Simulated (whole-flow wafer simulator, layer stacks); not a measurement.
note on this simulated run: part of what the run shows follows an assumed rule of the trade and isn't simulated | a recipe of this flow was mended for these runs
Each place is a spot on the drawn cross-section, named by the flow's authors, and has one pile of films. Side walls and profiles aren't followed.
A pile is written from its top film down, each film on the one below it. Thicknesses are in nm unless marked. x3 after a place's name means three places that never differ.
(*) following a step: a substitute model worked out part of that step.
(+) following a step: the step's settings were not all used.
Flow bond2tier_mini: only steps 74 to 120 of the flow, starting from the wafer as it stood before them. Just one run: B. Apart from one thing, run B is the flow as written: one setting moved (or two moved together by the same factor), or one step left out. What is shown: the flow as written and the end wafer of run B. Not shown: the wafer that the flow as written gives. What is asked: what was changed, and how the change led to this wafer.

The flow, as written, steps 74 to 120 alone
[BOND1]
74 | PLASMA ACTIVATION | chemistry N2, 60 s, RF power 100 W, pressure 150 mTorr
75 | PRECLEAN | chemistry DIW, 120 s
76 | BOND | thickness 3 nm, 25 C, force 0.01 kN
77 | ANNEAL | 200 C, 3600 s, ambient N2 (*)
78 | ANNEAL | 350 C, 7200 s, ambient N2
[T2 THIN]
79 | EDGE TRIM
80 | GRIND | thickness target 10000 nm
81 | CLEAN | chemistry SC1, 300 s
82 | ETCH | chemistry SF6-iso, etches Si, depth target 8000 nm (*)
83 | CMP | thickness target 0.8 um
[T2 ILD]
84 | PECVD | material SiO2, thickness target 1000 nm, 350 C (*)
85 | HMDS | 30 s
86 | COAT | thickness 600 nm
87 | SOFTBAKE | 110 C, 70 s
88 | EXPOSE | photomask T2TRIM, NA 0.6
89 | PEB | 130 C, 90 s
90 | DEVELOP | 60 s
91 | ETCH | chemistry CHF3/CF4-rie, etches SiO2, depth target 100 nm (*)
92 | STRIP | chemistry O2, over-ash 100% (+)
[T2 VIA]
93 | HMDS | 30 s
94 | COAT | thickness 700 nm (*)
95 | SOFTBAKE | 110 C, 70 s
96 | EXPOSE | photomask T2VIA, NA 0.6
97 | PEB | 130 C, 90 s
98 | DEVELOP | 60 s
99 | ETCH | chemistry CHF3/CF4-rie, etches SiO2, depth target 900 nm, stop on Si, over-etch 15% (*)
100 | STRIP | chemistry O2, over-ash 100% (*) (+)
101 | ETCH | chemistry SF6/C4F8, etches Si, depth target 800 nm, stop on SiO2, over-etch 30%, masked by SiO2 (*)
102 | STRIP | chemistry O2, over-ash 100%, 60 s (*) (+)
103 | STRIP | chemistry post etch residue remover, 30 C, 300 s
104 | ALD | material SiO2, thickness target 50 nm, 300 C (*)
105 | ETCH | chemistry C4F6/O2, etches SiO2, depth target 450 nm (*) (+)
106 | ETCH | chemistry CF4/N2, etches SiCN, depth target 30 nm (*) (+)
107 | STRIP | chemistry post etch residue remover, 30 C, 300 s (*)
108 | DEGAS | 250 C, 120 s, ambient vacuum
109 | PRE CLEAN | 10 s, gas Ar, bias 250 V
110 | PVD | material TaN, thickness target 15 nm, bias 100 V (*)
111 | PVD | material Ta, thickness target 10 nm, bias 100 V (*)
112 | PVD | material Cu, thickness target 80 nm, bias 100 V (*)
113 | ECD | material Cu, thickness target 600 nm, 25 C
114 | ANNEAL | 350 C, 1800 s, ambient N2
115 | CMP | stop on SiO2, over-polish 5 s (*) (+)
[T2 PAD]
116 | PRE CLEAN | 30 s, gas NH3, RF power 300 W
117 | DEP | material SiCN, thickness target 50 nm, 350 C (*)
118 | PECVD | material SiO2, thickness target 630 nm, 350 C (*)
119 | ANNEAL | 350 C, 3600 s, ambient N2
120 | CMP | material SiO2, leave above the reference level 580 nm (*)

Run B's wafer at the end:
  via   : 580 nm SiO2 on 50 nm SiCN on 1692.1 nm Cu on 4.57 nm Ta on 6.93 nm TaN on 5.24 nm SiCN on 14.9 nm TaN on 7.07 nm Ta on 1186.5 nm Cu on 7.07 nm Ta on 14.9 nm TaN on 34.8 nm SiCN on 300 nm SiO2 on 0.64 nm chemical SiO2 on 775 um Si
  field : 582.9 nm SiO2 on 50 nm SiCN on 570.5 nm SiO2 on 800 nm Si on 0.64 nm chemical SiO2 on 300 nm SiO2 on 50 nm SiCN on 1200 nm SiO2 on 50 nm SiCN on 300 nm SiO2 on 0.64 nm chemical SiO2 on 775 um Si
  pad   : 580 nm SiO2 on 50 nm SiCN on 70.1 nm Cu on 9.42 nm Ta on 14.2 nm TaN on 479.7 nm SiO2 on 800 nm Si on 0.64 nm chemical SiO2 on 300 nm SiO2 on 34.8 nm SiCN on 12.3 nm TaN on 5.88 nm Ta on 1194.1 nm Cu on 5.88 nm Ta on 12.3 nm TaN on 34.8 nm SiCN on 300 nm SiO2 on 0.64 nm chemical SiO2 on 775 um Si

Cause: step 106, ETCH: depth target 10.5 nm was run, whereas the flow has depth target 30 nm.

Step by step, how the change led to this:
  106 | ETCH | chemistry CF4/N2, etches SiCN, depth target 30 nm (*) (+)
      via: SiCN loses 10.5 (as written it would have been: SiCN loses 17.6 (all of it), TaN loses 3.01)
      field, pad: SiO2 loses 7 (as written it would have been: SiO2 loses 20)
  109 | PRE CLEAN | 10 s, gas Ar, bias 250 V
      via: SiCN loses 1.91 (as written it would have been: TaN loses 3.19)
  110 | PVD | material TaN, thickness target 15 nm, bias 100 V (*)
      via: TaN gains 6.93 (new film) (as written it would have been: TaN gains 6.94)
With metal films that touch counted as one body, via has 2 bodies (between them, from the top down: SiCN 5.24); the flow as written gives 1 body.
